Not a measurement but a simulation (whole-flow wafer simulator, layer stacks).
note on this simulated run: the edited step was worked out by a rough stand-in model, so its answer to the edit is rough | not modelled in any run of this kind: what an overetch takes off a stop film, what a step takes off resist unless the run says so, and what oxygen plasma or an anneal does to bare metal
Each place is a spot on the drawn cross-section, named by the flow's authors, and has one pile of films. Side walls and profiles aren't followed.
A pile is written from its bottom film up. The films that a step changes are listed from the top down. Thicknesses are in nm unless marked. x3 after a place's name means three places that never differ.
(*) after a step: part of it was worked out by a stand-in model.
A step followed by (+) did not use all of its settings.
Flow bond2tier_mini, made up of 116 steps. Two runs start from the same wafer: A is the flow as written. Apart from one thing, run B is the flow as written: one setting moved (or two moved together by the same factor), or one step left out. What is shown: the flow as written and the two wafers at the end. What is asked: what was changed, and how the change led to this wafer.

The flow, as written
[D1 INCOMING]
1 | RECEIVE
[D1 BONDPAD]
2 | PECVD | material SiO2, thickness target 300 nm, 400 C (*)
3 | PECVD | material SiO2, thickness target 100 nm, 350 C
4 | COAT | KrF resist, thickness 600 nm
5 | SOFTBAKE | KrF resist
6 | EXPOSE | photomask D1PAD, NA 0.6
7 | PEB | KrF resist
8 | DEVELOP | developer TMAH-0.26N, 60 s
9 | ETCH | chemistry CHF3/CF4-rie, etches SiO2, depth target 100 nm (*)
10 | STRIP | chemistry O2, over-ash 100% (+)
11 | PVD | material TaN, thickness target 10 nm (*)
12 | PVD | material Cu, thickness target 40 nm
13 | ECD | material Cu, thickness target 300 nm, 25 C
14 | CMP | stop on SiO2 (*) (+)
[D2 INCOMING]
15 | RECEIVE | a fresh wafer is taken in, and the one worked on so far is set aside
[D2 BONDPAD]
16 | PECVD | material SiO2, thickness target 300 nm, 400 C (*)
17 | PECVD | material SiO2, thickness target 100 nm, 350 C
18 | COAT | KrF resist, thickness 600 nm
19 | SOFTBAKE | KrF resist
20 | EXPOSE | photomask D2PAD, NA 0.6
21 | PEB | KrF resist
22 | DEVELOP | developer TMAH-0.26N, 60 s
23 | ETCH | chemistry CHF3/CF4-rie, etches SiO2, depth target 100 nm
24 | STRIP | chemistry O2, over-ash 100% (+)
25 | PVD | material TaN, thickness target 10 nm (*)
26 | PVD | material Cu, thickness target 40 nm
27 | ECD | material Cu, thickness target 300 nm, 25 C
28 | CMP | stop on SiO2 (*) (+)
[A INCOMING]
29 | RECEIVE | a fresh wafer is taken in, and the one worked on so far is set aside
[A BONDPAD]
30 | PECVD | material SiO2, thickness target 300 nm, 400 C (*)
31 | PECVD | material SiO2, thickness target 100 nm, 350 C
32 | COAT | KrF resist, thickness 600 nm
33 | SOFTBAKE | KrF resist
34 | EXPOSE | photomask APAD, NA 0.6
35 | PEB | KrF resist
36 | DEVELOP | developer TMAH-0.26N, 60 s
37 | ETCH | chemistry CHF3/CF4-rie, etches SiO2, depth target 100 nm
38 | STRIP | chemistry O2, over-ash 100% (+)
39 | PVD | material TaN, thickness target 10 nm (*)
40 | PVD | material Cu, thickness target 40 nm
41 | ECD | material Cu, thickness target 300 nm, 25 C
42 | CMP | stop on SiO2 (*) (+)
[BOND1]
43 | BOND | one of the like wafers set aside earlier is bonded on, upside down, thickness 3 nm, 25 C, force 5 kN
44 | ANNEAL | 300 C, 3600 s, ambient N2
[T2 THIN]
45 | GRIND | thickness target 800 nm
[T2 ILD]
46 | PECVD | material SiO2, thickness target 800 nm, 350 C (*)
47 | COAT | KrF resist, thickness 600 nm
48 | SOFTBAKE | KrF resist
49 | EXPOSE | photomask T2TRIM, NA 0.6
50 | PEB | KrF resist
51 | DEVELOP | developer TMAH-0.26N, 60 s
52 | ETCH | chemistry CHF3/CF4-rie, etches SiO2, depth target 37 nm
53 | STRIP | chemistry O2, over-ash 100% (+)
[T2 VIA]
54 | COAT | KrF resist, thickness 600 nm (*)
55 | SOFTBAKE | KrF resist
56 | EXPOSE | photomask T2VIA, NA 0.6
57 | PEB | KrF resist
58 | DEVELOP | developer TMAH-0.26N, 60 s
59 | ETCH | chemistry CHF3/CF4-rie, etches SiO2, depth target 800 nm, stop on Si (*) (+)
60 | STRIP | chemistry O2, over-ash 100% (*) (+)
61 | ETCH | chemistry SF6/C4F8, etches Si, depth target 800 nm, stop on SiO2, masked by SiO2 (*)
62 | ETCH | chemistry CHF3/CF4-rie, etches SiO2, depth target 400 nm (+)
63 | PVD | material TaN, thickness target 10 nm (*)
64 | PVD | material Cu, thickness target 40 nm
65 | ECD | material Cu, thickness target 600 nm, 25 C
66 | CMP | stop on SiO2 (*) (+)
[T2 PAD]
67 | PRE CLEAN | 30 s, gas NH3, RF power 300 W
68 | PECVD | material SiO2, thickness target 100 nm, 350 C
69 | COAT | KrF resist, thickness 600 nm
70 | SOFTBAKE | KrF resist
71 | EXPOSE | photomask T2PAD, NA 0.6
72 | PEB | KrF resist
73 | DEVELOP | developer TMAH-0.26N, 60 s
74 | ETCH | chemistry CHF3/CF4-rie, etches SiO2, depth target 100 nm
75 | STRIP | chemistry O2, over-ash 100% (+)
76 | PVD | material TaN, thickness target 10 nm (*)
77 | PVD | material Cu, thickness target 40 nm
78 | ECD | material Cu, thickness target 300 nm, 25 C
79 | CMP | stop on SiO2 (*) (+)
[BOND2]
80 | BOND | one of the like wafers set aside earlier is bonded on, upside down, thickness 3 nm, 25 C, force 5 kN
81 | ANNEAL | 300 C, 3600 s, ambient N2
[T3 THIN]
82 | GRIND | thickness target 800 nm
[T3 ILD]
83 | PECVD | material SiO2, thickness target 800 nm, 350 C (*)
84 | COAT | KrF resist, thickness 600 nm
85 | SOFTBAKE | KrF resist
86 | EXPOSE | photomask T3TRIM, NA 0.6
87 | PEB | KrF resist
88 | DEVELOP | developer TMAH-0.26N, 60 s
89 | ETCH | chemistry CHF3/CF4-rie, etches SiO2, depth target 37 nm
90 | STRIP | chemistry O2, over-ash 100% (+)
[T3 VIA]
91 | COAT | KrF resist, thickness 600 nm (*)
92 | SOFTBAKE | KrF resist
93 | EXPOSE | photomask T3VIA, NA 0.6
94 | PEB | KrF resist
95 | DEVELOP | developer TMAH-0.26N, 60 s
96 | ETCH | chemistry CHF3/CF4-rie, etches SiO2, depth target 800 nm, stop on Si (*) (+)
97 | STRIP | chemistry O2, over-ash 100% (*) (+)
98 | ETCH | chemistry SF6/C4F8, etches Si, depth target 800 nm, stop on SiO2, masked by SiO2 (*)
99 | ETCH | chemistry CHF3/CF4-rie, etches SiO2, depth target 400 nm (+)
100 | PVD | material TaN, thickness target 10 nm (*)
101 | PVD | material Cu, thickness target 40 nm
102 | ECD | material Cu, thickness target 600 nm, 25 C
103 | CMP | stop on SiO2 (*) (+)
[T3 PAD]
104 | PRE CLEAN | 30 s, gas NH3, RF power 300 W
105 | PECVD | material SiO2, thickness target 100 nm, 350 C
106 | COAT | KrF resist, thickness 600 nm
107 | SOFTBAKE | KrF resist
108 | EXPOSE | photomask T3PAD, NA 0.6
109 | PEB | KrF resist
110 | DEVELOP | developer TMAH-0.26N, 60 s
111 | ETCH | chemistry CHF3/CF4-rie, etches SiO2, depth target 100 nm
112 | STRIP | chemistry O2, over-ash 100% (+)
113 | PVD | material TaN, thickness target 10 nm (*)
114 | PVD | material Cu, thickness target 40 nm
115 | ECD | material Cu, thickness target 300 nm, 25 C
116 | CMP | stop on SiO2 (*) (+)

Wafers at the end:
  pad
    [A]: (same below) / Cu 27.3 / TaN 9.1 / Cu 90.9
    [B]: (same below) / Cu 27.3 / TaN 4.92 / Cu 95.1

Cause: step 113, PVD: thickness target 5.4 nm was run, though the flow has thickness target 10 nm.

Step by step, how the change led to this:
  113 | PVD | material TaN, thickness target 10 nm (*)
      field: A +10 TaN (new film) | B +5.4 TaN (new film)
      pad: A +9.1 TaN (new film) | B +4.92 TaN (new film)
  116 | CMP | stop on SiO2 (*) (+)
      field: A -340 Cu (all of it), -10 TaN (all of it) | B -340 Cu (all of it), -5.4 TaN (all of it)
